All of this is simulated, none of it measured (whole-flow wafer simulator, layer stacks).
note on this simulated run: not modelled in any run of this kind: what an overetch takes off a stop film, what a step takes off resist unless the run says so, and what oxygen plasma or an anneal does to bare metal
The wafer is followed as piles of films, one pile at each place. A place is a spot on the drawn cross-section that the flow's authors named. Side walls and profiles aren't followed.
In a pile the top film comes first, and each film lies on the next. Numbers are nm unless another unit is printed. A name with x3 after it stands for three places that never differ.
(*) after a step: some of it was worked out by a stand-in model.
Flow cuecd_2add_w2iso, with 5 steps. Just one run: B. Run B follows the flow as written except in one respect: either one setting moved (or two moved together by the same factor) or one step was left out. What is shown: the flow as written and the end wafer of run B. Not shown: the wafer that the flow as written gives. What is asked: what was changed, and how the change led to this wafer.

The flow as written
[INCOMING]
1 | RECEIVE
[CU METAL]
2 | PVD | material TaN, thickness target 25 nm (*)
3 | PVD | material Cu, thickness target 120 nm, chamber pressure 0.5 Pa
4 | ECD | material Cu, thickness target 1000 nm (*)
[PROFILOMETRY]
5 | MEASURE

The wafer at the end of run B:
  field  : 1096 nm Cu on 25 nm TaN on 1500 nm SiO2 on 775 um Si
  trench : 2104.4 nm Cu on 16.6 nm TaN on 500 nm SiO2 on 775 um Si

Cause: step 3, PVD: thickness target 96 nm was run, though the flow has thickness target 120 nm.

How this came from the change, step by step:
  3 | PVD | material Cu, thickness target 120 nm, chamber pressure 0.5 Pa
      field: Cu gains 96 (new film) (in the flow as written it would be: Cu gains 120 (new film))
      trench: Cu gains 64.7 (new film) (in the flow as written it would be: Cu gains 80.8 (new film))
